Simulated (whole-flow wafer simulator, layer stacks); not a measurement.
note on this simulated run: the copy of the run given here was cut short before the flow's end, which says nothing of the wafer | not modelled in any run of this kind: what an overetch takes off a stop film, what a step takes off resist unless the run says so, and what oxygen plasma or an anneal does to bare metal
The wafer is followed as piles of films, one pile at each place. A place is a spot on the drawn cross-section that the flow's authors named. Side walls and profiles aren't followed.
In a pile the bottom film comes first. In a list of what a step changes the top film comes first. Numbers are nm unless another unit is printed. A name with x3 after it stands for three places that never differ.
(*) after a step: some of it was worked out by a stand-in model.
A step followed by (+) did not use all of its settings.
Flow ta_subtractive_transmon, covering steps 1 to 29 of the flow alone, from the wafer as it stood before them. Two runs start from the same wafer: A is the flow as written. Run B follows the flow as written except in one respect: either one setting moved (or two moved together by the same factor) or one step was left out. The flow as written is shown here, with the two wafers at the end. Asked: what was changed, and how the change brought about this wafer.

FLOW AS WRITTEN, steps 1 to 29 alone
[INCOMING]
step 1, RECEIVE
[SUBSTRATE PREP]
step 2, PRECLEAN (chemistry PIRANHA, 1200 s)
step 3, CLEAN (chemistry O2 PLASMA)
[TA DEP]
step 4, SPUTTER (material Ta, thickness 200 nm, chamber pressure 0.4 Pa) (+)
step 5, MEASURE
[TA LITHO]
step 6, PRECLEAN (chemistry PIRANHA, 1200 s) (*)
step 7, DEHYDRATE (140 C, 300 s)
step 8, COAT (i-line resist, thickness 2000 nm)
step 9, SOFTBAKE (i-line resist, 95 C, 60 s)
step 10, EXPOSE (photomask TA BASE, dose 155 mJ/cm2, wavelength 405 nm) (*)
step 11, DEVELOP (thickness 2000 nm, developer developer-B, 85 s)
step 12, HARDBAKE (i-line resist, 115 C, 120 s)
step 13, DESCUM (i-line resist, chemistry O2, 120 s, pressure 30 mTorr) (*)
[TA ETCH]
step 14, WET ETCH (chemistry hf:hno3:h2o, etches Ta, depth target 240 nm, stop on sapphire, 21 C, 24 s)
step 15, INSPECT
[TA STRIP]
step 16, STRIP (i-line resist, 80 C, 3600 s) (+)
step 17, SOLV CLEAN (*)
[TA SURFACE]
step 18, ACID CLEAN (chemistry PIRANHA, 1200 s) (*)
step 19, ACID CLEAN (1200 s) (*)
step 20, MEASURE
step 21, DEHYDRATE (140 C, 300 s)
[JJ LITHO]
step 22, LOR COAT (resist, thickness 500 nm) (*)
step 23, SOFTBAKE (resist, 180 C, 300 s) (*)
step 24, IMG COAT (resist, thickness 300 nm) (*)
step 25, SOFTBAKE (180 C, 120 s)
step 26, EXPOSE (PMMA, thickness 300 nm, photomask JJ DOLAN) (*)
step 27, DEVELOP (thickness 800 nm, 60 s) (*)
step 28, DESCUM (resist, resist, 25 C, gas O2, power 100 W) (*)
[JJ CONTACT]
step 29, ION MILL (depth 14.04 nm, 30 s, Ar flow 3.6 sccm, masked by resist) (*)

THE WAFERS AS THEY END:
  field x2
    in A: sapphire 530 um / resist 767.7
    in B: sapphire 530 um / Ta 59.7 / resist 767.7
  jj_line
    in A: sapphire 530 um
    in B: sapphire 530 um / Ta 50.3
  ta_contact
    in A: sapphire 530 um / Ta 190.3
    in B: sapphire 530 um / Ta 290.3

Cause: step 4, SPUTTER: thickness 300 nm was run, though the flow has thickness 200 nm.

The path from the change to this, step by step:
  step 4, SPUTTER (material Ta, thickness 200 nm, chamber pressure 0.4 Pa) (+)
      field x2, jj_line, lead, ta_contact, ta_pad: A Ta gains 200 (new film) | B Ta gains 300 (new film)
  step 14, WET ETCH (chemistry hf:hno3:h2o, etches Ta, depth target 240 nm, stop on sapphire, 21 C, 24 s)
      field x2, jj_line, lead: A Ta loses 200 (all of it) | B Ta loses 240
  step 22, LOR COAT (resist, thickness 500 nm) (*)
      ta_contact: A resist gains 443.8 (new film) | B resist gains 433.7 (new film)
  step 29, ION MILL (depth 14.04 nm, 30 s, Ar flow 3.6 sccm, masked by resist) (*)
      jj_line, lead: A sapphire loses 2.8 | B Ta loses 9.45
Taking metal films that touch as one body, field x2 has 1 body; the flow as written gives 0 bodies.
Taking metal films that touch as one body, jj_line has 1 body; the flow as written gives 0 bodies.
